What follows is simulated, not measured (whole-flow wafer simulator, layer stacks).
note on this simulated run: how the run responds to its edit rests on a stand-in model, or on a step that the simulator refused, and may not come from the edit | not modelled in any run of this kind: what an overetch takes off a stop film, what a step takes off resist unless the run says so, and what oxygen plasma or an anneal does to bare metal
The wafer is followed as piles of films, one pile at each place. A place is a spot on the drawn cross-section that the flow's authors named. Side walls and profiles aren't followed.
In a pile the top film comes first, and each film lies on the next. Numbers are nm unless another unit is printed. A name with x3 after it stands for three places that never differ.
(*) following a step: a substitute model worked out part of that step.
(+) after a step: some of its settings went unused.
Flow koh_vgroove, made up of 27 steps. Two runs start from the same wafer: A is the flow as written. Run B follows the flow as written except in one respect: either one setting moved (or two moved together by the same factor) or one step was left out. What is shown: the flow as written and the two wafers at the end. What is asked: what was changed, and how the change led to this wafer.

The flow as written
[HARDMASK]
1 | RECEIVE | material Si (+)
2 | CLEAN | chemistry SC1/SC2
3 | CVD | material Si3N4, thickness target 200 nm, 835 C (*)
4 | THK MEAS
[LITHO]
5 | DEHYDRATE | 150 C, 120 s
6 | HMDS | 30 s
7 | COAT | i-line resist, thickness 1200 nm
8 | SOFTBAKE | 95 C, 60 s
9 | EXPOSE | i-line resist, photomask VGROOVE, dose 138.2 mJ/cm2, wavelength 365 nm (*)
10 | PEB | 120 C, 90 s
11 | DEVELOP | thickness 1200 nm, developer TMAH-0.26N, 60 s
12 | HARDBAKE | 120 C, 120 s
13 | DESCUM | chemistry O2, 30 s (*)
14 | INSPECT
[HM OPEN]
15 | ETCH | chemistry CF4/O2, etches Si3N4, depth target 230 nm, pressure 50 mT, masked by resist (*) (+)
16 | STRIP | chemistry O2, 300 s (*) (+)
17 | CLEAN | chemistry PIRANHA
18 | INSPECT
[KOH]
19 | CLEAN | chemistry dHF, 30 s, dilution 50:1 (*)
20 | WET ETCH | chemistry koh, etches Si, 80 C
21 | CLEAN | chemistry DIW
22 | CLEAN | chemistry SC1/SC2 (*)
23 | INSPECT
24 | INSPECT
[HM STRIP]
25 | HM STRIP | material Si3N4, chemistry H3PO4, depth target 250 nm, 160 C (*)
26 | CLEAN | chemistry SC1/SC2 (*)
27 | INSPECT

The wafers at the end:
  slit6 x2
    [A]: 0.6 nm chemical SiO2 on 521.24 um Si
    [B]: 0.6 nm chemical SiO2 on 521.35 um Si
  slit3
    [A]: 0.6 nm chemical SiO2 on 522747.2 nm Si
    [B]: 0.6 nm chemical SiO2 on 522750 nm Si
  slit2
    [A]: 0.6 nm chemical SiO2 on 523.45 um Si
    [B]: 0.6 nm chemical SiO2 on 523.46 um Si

The reason: step 19, CLEAN: chemistry dHF, 30 s, dilution 50:1 (*), was skipped.

How this came from the change, step by step:
  20 | WET ETCH | chemistry koh, etches Si, 80 C
      slit6 x2: A -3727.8 Si | B -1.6 chemical SiO2 (all of it), -3623.8 Si
      slit3: A -2222.2 Si | B -1.6 chemical SiO2 (all of it), -2219.4 Si
      (as well as at 1 more place)
